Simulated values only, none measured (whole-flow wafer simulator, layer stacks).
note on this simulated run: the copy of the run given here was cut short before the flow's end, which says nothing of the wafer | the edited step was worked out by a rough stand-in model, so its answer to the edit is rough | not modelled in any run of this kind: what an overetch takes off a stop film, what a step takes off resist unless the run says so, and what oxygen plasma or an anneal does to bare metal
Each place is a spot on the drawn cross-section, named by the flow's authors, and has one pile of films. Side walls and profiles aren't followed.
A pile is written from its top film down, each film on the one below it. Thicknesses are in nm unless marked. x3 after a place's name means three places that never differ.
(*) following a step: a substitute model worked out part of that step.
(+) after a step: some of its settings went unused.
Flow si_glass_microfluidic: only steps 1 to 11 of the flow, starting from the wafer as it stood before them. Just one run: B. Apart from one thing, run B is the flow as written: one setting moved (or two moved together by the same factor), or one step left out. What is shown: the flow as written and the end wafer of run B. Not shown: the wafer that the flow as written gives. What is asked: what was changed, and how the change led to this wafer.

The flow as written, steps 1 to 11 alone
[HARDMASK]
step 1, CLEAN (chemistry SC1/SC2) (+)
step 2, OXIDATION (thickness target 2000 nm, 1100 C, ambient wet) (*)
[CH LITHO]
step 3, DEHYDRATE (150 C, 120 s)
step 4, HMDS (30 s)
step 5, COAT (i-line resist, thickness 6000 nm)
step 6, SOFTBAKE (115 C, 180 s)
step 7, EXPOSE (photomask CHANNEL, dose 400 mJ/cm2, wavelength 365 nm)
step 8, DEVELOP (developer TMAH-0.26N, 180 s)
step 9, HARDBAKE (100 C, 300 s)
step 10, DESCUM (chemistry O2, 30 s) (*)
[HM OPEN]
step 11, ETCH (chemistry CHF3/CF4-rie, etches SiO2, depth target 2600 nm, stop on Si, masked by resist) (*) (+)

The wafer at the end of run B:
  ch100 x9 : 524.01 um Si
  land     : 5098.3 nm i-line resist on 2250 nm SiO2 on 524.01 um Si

Cause: step 2, OXIDATION: thickness target 2250 nm was run, whereas the flow has thickness target 2000 nm.
The wafer itself shows it: land has SiO2 2250, and step 2 as written asks for 2000 nm.

The path from the change to this, step by step:
  step 2, OXIDATION (thickness target 2000 nm, 1100 C, ambient wet) (*)
      land, ch100 x9: +2250 SiO2 (new film), -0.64 chemical SiO2 (all of it), -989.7 Si (as written it would have been: +2000 SiO2 (new film), -0.64 chemical SiO2 (all of it), -879.7 Si)
  step 11, ETCH (chemistry CHF3/CF4-rie, etches SiO2, depth target 2600 nm, stop on Si, masked by resist) (*) (+)
      ch100 x9: -2250 SiO2 (all of it) (as written it would have been: -2000 SiO2 (all of it))
